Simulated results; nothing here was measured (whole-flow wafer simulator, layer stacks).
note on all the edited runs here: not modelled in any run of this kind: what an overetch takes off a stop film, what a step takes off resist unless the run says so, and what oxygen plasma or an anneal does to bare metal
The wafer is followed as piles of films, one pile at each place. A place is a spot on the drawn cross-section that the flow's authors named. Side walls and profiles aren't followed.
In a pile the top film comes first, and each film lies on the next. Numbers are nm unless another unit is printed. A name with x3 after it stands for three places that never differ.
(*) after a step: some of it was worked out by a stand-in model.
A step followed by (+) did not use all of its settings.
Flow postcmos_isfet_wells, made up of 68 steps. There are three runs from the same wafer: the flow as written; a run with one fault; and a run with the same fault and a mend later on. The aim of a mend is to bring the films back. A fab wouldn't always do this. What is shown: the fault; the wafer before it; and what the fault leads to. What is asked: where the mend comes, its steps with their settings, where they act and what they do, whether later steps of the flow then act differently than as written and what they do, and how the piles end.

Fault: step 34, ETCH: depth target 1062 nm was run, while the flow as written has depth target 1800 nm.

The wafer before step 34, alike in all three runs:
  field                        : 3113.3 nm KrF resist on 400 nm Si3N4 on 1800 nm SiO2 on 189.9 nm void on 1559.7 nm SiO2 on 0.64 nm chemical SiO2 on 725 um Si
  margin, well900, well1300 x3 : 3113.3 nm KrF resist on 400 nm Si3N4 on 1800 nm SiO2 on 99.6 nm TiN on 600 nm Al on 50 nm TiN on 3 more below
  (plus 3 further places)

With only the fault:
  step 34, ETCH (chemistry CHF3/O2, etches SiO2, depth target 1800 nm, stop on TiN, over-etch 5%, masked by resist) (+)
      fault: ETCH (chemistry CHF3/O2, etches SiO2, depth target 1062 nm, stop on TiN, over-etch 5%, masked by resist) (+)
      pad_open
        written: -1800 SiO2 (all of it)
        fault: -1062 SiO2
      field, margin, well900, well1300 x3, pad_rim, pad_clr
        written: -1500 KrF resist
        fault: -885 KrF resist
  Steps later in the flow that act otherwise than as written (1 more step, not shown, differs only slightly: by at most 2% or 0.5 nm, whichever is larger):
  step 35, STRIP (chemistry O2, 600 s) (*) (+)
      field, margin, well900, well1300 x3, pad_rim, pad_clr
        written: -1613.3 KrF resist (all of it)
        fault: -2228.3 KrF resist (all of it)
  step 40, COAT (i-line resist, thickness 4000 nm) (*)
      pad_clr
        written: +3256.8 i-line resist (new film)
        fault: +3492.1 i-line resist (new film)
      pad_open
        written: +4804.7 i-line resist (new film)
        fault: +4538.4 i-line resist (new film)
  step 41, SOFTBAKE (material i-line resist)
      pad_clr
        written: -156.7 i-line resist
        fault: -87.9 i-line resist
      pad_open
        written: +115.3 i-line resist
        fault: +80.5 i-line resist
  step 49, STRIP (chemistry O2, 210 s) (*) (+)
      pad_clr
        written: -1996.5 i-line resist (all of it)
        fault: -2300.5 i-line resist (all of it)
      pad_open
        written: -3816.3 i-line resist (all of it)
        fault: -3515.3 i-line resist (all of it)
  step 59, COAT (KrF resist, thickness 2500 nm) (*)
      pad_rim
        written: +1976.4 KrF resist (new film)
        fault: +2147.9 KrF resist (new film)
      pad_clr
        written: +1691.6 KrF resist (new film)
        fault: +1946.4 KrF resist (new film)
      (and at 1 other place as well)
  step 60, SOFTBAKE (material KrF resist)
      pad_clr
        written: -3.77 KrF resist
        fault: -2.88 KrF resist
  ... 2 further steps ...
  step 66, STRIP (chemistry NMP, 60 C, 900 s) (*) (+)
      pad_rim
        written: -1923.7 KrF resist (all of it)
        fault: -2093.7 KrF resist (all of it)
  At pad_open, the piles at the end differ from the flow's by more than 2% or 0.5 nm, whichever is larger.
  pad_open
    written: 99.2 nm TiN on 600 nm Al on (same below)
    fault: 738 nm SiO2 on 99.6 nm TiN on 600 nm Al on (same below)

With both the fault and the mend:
  The mend stands after step 34.
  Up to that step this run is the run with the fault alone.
  step 34a, ETCH (chemistry CHF3/O2, etches SiO2, depth target 738 nm, stop on TiN, over-etch 5%, masked by resist) (the flow's step 34 again, with other settings)
      field, margin, well900, well1300 x3, pad_rim, pad_clr
        -615 KrF resist
      pad_open
        -738 SiO2 (all of it)
  None of the later steps of the flow acts differently than as written at any place that is followed.
  The piles end the same as the flow's at every place that both follow.
